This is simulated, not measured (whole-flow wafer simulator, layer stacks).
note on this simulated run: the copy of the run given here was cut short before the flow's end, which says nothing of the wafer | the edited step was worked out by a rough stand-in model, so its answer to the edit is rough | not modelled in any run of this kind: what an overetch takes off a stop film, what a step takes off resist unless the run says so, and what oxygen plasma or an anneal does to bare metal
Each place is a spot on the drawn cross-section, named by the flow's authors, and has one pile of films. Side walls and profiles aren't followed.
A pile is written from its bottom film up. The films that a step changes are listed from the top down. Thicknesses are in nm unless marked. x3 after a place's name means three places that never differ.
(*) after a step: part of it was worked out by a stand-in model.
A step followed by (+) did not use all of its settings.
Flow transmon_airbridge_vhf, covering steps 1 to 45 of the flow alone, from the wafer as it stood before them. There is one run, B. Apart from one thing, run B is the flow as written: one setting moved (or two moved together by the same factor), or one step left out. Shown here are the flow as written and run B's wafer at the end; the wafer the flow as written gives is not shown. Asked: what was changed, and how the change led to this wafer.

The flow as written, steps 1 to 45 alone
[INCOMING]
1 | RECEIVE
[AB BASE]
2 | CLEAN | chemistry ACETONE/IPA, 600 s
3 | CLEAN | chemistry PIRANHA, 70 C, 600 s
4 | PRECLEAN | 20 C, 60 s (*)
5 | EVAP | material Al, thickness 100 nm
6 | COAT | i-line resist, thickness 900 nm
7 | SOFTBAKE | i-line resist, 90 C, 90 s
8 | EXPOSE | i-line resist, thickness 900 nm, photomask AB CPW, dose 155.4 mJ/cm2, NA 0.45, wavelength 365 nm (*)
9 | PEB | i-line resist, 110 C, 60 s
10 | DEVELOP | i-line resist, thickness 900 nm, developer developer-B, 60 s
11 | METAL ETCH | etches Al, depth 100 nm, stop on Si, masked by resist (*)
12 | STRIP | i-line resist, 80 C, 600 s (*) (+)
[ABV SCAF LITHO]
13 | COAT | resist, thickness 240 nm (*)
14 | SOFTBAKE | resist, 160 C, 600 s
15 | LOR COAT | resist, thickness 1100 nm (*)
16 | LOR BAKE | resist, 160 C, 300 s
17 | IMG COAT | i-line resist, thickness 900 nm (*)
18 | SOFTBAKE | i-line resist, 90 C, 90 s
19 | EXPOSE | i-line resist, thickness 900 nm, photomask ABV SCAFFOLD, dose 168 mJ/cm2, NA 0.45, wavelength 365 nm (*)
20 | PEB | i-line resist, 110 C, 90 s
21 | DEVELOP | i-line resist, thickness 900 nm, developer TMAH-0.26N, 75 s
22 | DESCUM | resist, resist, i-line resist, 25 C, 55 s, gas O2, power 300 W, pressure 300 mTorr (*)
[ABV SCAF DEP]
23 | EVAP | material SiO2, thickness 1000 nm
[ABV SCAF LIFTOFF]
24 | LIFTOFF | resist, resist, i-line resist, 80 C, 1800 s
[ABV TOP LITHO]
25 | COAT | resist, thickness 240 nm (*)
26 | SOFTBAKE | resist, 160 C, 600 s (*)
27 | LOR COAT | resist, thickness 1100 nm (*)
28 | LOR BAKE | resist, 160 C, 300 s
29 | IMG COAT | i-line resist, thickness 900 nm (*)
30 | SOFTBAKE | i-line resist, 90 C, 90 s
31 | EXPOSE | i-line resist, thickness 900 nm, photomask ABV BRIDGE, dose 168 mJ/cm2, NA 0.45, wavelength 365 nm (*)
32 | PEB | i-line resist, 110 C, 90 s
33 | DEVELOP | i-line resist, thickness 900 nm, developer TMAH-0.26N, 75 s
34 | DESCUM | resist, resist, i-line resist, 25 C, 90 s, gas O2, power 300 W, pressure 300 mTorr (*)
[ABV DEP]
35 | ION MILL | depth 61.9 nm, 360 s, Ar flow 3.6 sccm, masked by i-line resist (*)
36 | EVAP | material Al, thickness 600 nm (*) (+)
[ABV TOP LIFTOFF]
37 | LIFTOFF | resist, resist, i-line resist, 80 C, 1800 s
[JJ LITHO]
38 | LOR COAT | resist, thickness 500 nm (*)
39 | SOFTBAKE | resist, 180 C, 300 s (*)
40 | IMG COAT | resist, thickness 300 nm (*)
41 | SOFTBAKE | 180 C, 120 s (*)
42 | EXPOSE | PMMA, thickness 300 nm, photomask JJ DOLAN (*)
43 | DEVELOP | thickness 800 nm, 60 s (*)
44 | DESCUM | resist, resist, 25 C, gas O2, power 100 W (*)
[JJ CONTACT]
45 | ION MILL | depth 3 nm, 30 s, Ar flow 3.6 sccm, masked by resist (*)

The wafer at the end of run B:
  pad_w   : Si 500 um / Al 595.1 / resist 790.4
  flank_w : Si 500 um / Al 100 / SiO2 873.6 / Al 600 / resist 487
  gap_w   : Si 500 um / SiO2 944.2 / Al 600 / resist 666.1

What caused this: step 35, ION MILL: depth 95.9 nm was run, while the flow as written has depth 61.9 nm; step 35, ION MILL: 558 s was run, where the flow has 360 s.

The path from the change to this, step by step:
  35 | ION MILL | depth 61.9 nm, 360 s, Ar flow 3.6 sccm, masked by i-line resist (*)
      field x3, jj_line, ground_far, trace_open_s x2, margin_s, margin_n: i-line resist loses 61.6 (as written it would have been: i-line resist loses 39.7)
      flank_w, gap_w, cpw_trace, gap_e, flank_e, bridge_strip: SiO2 loses 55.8 (as written it would have been: SiO2 loses 36)
      (also at 2 further places)
  37 | LIFTOFF | resist, resist, i-line resist, 80 C, 1800 s
      field x3, jj_line, trace_open_s x2: Al loses 600 (all of it), i-line resist loses 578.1 (all of it), resist loses 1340 (all of it) (as written it would have been: Al loses 600 (all of it), i-line resist loses 600 (all of it), resist loses 1340 (all of it))
      margin_s, margin_n: Al loses 600 (all of it), i-line resist loses 296.4 (all of it), resist loses 992 (all of it) (as written it would have been: Al loses 600 (all of it), i-line resist loses 318.3 (all of it), resist loses 992 (all of it))
      (also at 1 further place)
